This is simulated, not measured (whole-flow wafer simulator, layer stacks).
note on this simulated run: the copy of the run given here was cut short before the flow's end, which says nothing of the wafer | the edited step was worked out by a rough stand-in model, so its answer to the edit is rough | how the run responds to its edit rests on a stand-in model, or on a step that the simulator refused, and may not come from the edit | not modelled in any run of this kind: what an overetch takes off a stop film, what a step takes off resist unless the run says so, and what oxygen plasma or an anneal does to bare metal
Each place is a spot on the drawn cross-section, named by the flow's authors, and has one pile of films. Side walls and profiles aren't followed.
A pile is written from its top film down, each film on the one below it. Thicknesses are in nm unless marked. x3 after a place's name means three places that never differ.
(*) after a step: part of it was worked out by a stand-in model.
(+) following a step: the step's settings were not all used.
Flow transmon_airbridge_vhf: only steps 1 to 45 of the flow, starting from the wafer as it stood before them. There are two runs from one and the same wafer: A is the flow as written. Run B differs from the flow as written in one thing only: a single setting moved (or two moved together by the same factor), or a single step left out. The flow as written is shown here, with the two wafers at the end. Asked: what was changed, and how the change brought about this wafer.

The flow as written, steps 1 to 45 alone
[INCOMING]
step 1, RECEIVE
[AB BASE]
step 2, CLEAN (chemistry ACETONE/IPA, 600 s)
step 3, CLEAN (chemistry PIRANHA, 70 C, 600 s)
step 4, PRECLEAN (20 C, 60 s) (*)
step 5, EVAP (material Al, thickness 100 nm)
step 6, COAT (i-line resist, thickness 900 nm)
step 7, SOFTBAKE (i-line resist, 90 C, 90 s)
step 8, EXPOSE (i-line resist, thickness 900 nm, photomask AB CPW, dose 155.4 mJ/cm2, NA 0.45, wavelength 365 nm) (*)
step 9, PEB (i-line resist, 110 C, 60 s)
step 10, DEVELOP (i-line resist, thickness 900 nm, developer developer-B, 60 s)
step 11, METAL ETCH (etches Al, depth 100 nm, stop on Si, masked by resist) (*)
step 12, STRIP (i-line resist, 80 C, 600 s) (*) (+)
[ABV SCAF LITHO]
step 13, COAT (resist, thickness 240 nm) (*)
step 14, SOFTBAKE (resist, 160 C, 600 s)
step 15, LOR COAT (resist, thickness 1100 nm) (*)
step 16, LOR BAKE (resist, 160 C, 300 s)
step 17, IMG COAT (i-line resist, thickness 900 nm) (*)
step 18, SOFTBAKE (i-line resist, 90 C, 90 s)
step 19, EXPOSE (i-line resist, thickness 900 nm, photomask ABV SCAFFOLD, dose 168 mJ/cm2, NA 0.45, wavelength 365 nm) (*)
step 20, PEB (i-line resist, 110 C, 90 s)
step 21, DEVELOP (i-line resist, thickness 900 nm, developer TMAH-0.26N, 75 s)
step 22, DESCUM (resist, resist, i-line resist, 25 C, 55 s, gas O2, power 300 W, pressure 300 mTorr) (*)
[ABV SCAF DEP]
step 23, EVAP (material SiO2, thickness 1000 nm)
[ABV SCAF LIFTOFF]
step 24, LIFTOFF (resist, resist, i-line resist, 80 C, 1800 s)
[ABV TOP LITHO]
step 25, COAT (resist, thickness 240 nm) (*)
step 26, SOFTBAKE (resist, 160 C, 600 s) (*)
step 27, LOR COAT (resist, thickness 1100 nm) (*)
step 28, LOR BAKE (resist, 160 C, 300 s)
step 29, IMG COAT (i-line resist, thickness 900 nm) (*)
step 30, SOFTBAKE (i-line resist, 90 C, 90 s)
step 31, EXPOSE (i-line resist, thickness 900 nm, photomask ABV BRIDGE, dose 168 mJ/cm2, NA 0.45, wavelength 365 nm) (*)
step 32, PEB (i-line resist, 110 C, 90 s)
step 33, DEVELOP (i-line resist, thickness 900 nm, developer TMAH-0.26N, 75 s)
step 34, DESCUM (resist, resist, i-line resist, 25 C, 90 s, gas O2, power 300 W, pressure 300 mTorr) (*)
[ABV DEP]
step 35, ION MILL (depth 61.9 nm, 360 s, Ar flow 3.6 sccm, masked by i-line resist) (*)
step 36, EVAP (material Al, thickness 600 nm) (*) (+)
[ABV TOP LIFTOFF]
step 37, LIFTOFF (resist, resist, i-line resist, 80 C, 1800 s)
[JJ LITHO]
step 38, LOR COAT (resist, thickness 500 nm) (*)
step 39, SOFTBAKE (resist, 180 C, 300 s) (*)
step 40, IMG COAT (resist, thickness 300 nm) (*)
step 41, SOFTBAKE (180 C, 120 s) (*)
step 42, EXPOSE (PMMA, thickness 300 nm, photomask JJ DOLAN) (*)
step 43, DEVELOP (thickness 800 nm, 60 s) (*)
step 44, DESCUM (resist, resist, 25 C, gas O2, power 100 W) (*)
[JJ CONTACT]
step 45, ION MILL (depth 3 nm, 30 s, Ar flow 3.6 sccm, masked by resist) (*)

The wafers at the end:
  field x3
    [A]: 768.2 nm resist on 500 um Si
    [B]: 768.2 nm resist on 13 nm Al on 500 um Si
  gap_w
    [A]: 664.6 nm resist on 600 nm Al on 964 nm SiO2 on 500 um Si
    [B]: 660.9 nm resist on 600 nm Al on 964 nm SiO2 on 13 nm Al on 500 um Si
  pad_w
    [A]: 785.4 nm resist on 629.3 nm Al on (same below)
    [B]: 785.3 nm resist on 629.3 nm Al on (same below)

Cause: step 11, METAL ETCH: depth 87 nm was run, while the flow as written has depth 100 nm.

How this came from the change, step by step:
  step 11, METAL ETCH (etches Al, depth 100 nm, stop on Si, masked by resist) (*)
      field x3, jj_line, gap_w, gap_e: A Al loses 100 (all of it) | B Al loses 87
      ground_far, pad_w, flank_w and 8 more: A i-line resist loses 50 | B i-line resist loses 43.5
  step 45, ION MILL (depth 3 nm, 30 s, Ar flow 3.6 sccm, masked by resist) (*)
      jj_line: A Si loses 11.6 | B Al loses 13 (all of it), Si loses 4.31
Taking metal films that touch as one body, field x3 has 1 body; the flow as written gives 0 bodies.
Taking metal films that touch as one body, gap_w has 2 bodies (between them, from the top down: SiO2 964); the flow as written gives 1 body.
